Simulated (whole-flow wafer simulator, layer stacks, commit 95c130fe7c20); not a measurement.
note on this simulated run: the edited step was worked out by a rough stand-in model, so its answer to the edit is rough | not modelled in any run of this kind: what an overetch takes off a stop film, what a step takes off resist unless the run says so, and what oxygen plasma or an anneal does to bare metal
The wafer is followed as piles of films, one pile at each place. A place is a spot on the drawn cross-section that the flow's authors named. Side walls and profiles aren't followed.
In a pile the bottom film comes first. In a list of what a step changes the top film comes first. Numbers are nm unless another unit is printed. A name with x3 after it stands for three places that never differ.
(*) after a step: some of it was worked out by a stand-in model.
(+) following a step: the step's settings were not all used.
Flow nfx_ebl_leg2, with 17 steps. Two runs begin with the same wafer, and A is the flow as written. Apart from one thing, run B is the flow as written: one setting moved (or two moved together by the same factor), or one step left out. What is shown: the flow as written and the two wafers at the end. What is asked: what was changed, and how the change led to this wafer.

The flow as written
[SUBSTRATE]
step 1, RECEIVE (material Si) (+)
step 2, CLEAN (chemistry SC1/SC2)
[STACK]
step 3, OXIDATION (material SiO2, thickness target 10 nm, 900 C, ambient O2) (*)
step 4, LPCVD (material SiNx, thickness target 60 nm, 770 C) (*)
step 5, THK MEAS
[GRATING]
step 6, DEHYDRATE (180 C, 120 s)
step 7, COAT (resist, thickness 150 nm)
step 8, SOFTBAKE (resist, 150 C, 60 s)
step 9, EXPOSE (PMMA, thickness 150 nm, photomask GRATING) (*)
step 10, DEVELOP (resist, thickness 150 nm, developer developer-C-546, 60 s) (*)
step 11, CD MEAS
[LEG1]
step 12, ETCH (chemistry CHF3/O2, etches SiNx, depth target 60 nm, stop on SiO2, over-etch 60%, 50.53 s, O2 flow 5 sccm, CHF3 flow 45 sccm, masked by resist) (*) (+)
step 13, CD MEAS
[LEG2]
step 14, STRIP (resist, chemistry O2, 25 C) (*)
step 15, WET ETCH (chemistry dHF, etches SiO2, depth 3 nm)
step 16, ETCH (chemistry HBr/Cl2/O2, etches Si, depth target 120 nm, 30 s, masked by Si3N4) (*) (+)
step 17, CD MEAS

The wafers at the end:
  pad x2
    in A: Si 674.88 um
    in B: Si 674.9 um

The reason: step 16, ETCH: depth target 99 nm was run, though the flow has depth target 120 nm.

How this came from the change, step by step:
  step 16, ETCH (chemistry HBr/Cl2/O2, etches Si, depth target 120 nm, 30 s, masked by Si3N4) (*) (+)
      pad x2: A -120 Si | B -99 Si
